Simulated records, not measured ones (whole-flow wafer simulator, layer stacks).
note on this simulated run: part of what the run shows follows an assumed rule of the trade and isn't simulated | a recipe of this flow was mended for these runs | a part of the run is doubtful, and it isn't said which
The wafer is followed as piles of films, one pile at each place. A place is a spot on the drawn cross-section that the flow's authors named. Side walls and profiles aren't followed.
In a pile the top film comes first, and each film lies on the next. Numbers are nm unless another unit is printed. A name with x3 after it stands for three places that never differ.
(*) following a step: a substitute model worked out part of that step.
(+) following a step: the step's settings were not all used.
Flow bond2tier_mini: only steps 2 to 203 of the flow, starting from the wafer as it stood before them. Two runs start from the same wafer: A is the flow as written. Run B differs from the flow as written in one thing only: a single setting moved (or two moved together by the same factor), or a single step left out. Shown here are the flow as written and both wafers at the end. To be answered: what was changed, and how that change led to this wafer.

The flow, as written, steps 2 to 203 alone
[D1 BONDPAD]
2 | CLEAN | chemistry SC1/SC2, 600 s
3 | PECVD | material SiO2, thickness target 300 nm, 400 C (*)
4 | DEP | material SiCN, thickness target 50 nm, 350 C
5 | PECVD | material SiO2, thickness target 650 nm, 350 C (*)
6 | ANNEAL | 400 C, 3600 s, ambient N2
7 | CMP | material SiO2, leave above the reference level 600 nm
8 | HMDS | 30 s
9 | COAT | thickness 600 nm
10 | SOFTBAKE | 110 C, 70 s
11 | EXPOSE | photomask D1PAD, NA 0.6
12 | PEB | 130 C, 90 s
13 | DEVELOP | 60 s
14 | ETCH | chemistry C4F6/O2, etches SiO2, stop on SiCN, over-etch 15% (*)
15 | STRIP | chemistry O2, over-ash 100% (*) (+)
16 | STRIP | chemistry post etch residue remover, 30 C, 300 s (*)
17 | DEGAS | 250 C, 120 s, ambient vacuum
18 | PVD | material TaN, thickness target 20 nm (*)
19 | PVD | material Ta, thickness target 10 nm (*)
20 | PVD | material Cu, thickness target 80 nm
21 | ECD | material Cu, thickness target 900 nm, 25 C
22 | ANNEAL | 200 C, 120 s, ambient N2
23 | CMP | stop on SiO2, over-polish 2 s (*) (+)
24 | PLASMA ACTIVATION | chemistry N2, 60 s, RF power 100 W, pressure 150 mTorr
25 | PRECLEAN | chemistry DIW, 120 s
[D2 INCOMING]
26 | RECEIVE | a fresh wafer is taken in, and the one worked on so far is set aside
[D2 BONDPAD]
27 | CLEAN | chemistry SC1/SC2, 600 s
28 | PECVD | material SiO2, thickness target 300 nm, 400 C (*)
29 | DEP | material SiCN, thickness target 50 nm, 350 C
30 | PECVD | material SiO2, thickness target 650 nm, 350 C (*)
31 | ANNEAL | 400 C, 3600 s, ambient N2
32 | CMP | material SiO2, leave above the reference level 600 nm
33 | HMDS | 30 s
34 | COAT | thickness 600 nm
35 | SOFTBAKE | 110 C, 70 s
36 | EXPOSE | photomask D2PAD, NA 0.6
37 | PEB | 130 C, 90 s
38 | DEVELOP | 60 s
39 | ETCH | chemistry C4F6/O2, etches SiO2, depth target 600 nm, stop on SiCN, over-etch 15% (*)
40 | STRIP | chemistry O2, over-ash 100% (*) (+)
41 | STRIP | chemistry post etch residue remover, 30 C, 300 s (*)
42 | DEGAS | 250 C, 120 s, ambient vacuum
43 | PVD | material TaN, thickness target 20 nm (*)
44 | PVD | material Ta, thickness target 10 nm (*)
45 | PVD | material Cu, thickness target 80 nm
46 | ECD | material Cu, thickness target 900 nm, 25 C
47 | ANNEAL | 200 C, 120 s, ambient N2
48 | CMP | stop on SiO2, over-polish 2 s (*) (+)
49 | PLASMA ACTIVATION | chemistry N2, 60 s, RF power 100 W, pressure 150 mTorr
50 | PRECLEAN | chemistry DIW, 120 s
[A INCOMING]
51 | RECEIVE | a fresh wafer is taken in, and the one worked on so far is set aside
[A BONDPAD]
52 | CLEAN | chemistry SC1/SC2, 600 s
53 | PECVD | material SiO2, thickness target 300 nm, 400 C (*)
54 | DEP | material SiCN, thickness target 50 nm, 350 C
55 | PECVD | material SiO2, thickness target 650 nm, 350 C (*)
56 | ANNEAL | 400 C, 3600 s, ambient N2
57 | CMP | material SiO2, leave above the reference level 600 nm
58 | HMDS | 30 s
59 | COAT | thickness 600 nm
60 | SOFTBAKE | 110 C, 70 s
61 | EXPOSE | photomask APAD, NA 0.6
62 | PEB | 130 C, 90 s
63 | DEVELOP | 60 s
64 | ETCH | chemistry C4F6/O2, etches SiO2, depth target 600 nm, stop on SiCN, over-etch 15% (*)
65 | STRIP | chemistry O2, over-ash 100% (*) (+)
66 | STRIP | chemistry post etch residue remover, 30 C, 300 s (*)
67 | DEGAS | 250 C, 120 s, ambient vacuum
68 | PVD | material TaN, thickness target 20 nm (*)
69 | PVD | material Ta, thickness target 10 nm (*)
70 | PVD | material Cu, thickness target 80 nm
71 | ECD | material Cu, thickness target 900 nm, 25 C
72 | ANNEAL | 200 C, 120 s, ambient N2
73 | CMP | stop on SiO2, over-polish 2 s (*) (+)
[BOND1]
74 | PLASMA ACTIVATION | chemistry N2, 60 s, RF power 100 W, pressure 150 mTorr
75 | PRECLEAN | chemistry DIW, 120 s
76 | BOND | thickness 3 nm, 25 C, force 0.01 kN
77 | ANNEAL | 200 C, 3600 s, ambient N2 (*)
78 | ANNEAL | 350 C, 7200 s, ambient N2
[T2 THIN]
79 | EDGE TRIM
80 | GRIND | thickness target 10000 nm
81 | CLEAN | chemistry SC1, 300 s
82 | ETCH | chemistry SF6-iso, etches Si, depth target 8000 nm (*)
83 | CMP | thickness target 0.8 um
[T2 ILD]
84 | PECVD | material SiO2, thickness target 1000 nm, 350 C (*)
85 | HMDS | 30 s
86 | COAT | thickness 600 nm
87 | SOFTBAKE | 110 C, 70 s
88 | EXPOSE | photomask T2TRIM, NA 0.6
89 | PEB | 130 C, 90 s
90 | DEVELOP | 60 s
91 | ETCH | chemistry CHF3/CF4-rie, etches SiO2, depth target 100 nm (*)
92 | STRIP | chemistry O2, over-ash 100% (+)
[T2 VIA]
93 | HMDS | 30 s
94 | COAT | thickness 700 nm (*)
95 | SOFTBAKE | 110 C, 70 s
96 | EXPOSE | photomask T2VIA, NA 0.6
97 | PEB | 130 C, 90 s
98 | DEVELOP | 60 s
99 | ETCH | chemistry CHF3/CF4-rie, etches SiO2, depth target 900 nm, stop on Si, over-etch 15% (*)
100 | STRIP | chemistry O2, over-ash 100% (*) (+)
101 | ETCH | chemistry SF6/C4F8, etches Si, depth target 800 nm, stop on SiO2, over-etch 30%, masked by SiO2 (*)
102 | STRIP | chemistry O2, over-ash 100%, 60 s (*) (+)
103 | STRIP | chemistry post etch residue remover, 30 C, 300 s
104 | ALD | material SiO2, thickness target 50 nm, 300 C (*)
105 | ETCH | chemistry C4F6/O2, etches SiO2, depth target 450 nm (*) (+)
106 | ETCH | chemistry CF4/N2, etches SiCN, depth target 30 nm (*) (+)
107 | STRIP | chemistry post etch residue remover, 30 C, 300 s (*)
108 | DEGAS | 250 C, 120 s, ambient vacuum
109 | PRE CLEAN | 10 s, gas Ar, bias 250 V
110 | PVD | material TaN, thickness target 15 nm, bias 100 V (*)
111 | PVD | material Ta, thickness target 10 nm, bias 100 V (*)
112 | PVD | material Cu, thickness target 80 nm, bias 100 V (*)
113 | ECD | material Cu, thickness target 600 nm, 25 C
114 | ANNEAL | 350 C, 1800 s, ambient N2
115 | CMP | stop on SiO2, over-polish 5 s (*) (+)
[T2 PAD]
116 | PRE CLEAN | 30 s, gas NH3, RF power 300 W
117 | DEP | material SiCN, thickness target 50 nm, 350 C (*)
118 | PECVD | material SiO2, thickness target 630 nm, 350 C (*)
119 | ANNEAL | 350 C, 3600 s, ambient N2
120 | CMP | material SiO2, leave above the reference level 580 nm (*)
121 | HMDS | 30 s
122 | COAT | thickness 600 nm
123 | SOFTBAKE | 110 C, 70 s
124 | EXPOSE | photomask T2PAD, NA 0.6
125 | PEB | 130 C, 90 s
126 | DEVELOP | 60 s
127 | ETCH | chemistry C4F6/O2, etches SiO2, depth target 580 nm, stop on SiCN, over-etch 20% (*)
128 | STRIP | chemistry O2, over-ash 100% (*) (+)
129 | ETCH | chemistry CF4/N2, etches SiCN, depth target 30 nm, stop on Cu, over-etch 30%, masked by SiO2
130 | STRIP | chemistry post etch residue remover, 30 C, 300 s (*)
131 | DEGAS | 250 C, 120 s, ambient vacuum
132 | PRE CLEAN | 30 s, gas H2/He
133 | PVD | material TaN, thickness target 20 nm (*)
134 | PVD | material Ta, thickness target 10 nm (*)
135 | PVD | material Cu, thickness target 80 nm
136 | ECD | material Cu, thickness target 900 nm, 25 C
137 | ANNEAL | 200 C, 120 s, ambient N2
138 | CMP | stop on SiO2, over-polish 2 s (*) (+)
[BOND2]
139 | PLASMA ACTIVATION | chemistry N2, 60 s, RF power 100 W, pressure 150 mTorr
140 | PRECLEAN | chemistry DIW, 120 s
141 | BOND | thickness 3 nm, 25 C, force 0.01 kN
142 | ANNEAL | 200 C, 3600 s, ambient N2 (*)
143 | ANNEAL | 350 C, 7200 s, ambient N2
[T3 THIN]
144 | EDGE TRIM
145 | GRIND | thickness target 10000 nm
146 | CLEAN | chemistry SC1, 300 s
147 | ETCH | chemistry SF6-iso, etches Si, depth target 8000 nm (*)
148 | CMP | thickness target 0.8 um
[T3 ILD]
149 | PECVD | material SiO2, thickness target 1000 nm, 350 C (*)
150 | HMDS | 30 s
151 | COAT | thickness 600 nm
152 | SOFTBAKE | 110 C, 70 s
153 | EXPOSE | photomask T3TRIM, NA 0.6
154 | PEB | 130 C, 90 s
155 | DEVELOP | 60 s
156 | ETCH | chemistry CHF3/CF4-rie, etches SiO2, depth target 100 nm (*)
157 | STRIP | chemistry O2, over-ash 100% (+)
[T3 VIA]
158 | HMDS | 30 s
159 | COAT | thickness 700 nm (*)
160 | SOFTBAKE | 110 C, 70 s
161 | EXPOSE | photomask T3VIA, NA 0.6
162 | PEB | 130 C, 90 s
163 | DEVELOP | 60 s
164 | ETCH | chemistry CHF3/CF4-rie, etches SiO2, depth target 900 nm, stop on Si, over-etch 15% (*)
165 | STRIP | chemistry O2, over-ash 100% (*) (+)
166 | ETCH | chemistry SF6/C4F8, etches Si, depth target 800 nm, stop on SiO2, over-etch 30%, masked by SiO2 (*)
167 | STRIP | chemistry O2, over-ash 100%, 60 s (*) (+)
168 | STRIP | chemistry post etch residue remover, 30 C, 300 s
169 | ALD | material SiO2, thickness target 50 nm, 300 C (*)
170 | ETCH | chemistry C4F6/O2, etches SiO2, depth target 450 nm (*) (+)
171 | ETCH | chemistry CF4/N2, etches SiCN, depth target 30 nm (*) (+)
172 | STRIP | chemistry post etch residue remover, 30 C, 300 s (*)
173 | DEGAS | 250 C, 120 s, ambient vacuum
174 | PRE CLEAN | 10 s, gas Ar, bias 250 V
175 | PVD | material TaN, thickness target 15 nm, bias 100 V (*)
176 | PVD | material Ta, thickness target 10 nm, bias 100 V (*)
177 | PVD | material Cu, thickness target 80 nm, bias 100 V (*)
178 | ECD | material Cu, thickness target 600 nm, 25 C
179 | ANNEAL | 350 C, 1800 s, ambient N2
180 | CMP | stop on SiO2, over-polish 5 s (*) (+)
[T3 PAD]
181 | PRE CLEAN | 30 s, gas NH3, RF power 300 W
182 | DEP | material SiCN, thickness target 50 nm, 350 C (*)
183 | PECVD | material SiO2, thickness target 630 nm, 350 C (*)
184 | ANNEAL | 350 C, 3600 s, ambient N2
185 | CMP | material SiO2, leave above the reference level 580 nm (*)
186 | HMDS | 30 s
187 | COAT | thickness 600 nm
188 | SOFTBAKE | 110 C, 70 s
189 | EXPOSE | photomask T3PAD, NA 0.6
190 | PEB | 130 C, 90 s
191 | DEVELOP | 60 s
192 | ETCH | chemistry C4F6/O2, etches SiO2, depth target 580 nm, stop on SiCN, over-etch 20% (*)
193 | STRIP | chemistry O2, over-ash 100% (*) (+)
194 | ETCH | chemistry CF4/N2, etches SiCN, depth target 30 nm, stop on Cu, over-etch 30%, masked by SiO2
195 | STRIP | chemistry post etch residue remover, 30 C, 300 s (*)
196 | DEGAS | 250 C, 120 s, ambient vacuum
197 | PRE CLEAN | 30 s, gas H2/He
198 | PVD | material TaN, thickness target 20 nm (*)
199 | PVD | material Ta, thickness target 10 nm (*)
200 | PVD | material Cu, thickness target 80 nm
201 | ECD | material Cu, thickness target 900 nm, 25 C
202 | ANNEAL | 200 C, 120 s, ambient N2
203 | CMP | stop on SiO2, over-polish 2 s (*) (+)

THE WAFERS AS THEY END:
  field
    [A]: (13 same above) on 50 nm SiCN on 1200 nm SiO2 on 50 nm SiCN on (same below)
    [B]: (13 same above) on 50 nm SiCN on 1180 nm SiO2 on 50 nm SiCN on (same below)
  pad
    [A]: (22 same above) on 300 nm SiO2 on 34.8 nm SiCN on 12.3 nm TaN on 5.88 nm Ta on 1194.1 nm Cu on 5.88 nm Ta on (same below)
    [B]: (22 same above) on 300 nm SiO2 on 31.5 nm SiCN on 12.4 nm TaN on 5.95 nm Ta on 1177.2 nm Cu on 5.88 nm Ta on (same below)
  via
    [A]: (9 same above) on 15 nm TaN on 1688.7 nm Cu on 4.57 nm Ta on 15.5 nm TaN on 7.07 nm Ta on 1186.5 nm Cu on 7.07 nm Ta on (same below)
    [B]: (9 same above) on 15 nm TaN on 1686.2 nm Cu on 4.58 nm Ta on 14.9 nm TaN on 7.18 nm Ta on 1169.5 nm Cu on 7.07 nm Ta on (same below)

The reason: step 5, PECVD: thickness target 580 nm was run, whereas the flow has thickness target 650 nm.

Step by step, how the change led to this:
  5 | PECVD | material SiO2, thickness target 650 nm, 350 C (*)
      field, pad, via: A SiO2 gains 650 (new film) | B SiO2 gains 580 (new film)
  7 | CMP | material SiO2, leave above the reference level 600 nm
      field, pad, via: A SiO2 loses 50 | B nothing
  14 | ETCH | chemistry C4F6/O2, etches SiO2, stop on SiCN, over-etch 15% (*)
      pad, via: A SiO2 loses 600 (all of it), SiCN loses 15.2 | B SiO2 loses 580 (all of it), SiCN loses 18.5
      field: A thick-KrF-resist loses 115 | B thick-KrF-resist loses 111.2
  76 | BOND | thickness 3 nm, 25 C, force 0.01 kN
      field: A Si gains 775 um (new film), chemical SiO2 gains 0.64 (new film), SiO2 gains 300 (new film), SiCN gains 50 (new film), SiO2 gains 600 | B Si gains 775 um (new film), chemical SiO2 gains 0.64 (new film), SiO2 gains 300 (new film), SiCN gains 50 (new film), SiO2 gains 580
      pad: A Si gains 775 um (new film), chemical SiO2 gains 0.64 (new film), SiO2 gains 300 (new film), SiCN gains 34.8 (new film), TaN gains 12.3 (new film), Ta gains 5.88 (new film), Cu gains 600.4 | B Si gains 775 um (new film), chemical SiO2 gains 0.64 (new film), SiO2 gains 300 (new film), SiCN gains 31.5 (new film), TaN gains 12.4 (new film), Ta gains 5.95 (new film), Cu gains 583.5
      (also at 1 further place)
  106 | ETCH | chemistry CF4/N2, etches SiCN, depth target 30 nm (*) (+)
      via: A SiCN loses 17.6 (all of it), TaN loses 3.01 | B SiCN loses 14.3 (all of it), TaN loses 3.84
